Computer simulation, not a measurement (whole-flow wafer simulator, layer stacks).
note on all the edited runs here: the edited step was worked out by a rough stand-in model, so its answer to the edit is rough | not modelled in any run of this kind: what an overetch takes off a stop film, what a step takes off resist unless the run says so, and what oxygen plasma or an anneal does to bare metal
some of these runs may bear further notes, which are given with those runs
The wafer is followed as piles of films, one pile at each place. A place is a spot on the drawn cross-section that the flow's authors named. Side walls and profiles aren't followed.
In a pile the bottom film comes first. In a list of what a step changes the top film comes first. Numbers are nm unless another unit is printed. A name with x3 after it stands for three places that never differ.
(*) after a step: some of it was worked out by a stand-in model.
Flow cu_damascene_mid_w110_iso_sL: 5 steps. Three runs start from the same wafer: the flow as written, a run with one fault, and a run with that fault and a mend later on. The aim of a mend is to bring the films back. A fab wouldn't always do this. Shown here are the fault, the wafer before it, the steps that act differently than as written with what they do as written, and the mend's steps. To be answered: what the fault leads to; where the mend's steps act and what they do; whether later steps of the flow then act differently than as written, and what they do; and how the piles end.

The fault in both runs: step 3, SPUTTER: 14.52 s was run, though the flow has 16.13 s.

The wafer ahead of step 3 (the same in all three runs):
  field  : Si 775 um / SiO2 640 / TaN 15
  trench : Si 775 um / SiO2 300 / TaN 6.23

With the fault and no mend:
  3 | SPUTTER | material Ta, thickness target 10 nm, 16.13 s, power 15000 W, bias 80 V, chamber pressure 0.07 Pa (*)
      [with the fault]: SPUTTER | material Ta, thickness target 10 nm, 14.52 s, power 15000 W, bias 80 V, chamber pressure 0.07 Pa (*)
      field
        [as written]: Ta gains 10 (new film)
        [with the fault]: Ta gains 9 (new film)
  Later steps of the flow that are run all act as written at every place that is followed, up to a difference of at most 2% or 0.5 nm, whichever is larger.
  The piles end different from the flow's at field by more than 2% or 0.5 nm, whichever is larger.
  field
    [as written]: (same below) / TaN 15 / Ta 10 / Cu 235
    [with the fault]: (same below) / TaN 15 / Ta 9 / Cu 235

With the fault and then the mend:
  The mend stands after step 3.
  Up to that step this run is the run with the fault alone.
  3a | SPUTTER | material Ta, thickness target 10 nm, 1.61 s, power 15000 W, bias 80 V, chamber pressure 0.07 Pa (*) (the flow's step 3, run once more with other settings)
      field
        Ta gains 1
      trench
        Ta gains 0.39
  Later steps of the flow that are run all act as written at every place that is followed.
  At the end the piles are close to the flow's at the places that both follow, differing by at most 2% or 0.5 nm, whichever is larger.
